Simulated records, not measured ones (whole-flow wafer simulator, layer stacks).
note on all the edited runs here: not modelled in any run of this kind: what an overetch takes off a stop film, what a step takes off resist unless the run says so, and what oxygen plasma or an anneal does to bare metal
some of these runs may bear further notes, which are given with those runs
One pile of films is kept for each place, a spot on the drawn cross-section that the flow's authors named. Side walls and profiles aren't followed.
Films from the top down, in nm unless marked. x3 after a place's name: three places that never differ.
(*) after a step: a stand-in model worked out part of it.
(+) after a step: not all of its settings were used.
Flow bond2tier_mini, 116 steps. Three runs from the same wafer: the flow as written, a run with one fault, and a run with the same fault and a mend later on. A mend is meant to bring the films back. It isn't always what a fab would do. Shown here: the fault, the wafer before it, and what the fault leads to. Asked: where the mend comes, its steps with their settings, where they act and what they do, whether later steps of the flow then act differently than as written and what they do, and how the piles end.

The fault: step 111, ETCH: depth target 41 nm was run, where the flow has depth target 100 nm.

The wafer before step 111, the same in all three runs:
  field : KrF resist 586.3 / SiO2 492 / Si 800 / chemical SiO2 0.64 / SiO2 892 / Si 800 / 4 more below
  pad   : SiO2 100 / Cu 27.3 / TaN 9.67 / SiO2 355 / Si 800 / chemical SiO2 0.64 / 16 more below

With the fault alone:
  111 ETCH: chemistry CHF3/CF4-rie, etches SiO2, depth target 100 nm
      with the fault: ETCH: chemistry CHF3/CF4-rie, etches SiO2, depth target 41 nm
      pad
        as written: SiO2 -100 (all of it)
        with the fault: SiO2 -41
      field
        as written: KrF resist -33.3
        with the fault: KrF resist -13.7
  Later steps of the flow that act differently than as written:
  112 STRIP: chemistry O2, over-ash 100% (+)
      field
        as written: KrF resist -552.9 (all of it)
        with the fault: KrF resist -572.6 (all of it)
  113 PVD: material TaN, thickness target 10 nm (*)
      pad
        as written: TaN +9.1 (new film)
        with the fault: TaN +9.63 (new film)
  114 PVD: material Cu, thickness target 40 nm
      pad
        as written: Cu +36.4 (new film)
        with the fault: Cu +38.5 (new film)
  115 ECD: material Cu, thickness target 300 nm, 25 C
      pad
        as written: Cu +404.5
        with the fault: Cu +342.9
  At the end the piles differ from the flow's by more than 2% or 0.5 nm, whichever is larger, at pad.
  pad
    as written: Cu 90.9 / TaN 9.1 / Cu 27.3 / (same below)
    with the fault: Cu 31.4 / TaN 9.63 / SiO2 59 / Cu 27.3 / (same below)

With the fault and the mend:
  The mend comes after step 112.
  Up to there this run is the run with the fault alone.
  112a COAT: KrF resist, thickness 600 nm (*) (the flow's step 106 once more)
      field
        KrF resist +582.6 (new film)
      pad
        KrF resist +618.1 (new film)
  112b SOFTBAKE: KrF resist (the flow's step 107 once more)
      changes no film at any place that is followed
  112c EXPOSE: photomask T3PAD, NA 0.6 (the flow's step 108 once more)
      changes no film at any place that is followed
  112d PEB: KrF resist (the flow's step 109 once more)
      changes no film at any place that is followed
  112e DEVELOP: developer TMAH-0.26N, 60 s (the flow's step 110 once more)
      field
        KrF resist -13.7
      pad
        KrF resist -618.1 (all of it)
  112f ETCH: chemistry CHF3/CF4-rie, etches SiO2, depth target 59 nm (the flow's step 111 once more, with other settings)
      field
        KrF resist -19.7
      pad
        SiO2 -59 (all of it)
  112g STRIP: chemistry O2, over-ash 100% (+) (the flow's step 112 once more)
      field
        KrF resist -549.2 (all of it)
  No later step of the flow acts differently than as written at any place that is followed.
  At the end the piles are the same as the flow's at every place that both follow.
